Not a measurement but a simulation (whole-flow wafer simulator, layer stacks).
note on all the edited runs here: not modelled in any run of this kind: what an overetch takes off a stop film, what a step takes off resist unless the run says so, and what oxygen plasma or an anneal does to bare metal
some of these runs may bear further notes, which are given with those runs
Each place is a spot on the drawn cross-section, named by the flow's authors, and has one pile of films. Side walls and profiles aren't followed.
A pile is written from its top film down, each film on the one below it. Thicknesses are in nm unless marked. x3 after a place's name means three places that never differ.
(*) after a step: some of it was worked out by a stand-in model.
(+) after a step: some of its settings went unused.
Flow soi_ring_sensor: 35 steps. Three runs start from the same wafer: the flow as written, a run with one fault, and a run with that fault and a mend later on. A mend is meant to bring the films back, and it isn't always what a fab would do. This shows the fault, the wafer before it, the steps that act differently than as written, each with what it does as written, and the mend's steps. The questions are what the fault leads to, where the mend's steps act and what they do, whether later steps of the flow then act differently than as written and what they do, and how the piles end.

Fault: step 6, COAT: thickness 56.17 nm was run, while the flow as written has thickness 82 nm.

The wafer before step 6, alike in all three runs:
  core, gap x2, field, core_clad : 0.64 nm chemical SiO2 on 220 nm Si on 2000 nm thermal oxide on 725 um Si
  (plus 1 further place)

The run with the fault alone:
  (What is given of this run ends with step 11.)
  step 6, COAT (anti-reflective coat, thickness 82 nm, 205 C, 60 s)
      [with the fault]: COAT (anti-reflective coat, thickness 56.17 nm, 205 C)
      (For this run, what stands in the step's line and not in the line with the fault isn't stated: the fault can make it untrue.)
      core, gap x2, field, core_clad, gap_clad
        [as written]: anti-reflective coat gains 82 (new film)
        [with the fault]: anti-reflective coat gains 56.2 (new film)
  Every later step of the flow up to step 11 that is run acts as written at every place that is followed.
  Once step 11 is done, the piles at core, gap x2, field, core_clad, gap_clad depart from the flow's by more than 2% or 0.5 nm, whichever is larger.
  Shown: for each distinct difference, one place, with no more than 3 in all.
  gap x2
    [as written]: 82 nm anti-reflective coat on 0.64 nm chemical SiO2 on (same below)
    [with the fault]: 56.2 nm anti-reflective coat on 0.64 nm chemical SiO2 on (same below)
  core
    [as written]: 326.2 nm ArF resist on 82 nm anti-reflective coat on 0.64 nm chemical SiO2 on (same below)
    [with the fault]: 326.2 nm ArF resist on 56.2 nm anti-reflective coat on 0.64 nm chemical SiO2 on (same below)

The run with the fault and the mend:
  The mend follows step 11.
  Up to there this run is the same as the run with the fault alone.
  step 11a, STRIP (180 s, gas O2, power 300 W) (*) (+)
      gap x2, field, gap_clad
        anti-reflective coat loses 56.2 (all of it), chemical SiO2 gains 0.6, Si loses 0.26
      core, core_clad
        ArF resist loses 326.2 (all of it), anti-reflective coat loses 56.2 (all of it), chemical SiO2 gains 0.6, Si loses 0.26
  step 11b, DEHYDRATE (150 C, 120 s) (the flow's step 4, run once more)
      does not change any film at any place that is followed
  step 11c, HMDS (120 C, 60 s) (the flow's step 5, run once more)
      does not change any film at any place that is followed
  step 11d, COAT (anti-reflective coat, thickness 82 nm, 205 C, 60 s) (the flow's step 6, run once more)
      core, gap x2, field, core_clad, gap_clad
        anti-reflective coat gains 82 (new film)
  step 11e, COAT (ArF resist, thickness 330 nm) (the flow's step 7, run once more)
      core, gap x2, field, core_clad, gap_clad
        ArF resist gains 330 (new film)
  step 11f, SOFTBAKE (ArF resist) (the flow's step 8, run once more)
      does not change any film at any place that is followed
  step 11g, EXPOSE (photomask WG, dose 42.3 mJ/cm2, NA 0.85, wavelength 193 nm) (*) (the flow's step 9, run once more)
      does not change any film at any place that is followed
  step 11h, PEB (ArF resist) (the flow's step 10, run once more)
      core, gap x2, field, core_clad, gap_clad
        ArF resist loses 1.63
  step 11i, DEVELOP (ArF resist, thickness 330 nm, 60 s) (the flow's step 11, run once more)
      gap x2, field, gap_clad
        ArF resist loses 328.4 (all of it)
      core, core_clad
        ArF resist loses 2.2
  Steps later in the flow that act otherwise than as written (4 more steps, not shown, differ only slightly: by at most 2% or 0.5 nm, whichever is larger):
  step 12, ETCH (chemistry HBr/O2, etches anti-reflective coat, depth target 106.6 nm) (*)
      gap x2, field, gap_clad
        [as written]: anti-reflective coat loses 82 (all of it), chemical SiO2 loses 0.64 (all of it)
        [with the mend]: anti-reflective coat loses 82 (all of it), chemical SiO2 loses 1.24 (all of it)
  When the end is reached, the piles differ only a little from the flow's at the places that both follow, at most by 2% or 0.5 nm, whichever is larger.
